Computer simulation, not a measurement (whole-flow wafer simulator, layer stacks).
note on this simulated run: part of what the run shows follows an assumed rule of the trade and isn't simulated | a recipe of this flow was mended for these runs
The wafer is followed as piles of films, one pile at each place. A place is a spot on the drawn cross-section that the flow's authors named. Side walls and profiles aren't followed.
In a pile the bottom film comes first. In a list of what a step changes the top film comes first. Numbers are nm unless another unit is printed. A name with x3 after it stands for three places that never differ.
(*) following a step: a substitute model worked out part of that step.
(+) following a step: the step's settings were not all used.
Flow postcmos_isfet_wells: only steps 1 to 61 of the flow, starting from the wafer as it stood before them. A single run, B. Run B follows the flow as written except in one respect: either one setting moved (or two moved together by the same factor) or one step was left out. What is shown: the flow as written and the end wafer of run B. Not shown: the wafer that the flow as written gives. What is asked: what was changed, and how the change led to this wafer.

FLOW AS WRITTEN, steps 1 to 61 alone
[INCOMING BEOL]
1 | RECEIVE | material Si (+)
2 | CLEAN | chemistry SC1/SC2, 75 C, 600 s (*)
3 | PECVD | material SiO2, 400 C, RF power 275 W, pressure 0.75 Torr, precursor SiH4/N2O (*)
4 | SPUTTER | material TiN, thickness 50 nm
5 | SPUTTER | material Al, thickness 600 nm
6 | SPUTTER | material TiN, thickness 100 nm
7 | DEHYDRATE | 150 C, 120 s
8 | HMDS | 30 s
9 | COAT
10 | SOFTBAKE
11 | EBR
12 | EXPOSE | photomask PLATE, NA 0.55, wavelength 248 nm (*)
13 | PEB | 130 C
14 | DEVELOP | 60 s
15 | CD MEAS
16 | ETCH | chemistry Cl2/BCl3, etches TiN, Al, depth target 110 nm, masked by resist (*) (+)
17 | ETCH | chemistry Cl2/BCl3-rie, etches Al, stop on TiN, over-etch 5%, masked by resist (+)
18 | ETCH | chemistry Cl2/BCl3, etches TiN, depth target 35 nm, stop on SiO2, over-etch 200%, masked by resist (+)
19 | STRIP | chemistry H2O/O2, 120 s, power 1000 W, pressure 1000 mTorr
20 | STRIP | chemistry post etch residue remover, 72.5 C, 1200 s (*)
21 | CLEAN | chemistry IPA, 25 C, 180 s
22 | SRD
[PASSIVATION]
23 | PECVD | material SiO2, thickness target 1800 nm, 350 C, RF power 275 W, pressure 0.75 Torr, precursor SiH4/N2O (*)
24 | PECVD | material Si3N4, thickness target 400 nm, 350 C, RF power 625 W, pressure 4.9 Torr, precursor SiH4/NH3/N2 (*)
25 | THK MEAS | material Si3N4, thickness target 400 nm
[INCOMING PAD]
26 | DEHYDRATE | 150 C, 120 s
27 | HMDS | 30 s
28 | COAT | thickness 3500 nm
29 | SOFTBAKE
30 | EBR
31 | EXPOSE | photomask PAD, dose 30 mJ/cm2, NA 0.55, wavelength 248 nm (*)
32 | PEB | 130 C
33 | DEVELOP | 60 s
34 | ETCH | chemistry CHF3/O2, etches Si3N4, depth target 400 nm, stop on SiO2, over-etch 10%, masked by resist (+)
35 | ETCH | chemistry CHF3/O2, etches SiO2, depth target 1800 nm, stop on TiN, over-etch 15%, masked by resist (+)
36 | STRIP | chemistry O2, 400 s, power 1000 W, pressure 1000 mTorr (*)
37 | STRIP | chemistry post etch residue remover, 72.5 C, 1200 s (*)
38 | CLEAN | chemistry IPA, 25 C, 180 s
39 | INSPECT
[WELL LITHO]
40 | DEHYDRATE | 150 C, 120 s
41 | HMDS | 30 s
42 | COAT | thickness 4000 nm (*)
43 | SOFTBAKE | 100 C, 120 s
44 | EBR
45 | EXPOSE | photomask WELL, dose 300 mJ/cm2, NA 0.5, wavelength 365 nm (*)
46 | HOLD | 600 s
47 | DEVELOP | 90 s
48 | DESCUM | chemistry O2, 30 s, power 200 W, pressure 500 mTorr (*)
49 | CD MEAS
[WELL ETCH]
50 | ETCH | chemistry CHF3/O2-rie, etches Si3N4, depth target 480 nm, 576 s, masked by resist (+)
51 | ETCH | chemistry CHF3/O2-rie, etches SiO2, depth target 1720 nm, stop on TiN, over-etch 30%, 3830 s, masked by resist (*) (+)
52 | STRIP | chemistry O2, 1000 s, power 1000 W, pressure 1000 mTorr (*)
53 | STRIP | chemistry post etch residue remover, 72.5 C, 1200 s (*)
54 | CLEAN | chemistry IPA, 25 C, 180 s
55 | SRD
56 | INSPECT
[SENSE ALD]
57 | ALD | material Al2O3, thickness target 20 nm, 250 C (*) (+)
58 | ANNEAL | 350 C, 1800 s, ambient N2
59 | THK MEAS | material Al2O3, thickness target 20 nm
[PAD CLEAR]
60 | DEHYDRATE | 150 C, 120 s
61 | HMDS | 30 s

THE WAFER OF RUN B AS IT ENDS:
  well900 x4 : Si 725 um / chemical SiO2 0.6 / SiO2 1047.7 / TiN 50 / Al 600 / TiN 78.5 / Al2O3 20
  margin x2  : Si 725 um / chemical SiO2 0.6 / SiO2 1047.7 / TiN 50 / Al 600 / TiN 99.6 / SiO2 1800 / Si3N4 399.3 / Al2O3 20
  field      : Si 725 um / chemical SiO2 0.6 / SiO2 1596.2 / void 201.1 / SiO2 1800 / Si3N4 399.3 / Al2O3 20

What caused this: step 3, PECVD: RF power 304 W was run, while the flow as written has RF power 275 W.

The path from the change to this, step by step:
  3 | PECVD | material SiO2, 400 C, RF power 275 W, pressure 0.75 Torr, precursor SiH4/N2O (*)
      field, margin x2, well900 x4, pad_clr, pad_open: +1047.7 SiO2 (new film) (it would be, as written: +1000 SiO2 (new film))
